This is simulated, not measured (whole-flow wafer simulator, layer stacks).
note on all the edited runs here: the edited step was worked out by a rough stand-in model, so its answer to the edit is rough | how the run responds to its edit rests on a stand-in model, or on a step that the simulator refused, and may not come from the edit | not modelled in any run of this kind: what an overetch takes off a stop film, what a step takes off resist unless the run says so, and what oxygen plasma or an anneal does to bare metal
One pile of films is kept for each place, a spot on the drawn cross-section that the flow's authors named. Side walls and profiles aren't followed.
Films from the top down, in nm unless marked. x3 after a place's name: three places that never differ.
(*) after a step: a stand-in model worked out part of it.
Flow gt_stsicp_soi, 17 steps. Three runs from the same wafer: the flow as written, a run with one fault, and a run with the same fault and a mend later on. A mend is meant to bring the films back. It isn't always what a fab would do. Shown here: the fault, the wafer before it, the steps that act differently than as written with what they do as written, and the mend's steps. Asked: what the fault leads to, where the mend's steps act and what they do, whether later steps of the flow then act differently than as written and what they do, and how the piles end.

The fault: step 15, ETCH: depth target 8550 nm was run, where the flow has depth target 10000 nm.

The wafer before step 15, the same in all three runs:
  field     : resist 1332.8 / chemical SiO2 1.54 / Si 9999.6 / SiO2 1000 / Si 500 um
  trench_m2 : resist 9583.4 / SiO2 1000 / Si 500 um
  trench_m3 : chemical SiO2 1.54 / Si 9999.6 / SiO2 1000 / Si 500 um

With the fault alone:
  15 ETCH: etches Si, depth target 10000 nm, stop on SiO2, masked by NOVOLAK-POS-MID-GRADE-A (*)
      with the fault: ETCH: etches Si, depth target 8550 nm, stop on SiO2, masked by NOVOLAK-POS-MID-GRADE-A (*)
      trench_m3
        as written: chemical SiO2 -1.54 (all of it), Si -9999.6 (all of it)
        with the fault: chemical SiO2 -1.54 (all of it), Si -8550
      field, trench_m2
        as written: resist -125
        with the fault: resist -106.9
  Later steps of the flow that act differently than as written:
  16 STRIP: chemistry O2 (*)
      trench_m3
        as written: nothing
        with the fault: chemical SiO2 +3 (new film), Si -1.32
  At the end the piles differ from the flow's by more than 2% or 0.5 nm, whichever is larger, at trench_m3.
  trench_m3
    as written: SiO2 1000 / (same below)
    with the fault: chemical SiO2 3 / Si 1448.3 / SiO2 1000 / (same below)

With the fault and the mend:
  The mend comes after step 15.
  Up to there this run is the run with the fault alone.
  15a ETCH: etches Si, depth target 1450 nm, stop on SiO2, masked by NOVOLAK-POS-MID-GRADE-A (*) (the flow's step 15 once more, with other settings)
      field, trench_m2
        resist -18.1
      trench_m3
        Si -1449.6 (all of it)
  No later step of the flow acts differently than as written at any place that is followed.
  At the end the piles are the same as the flow's at every place that both follow.
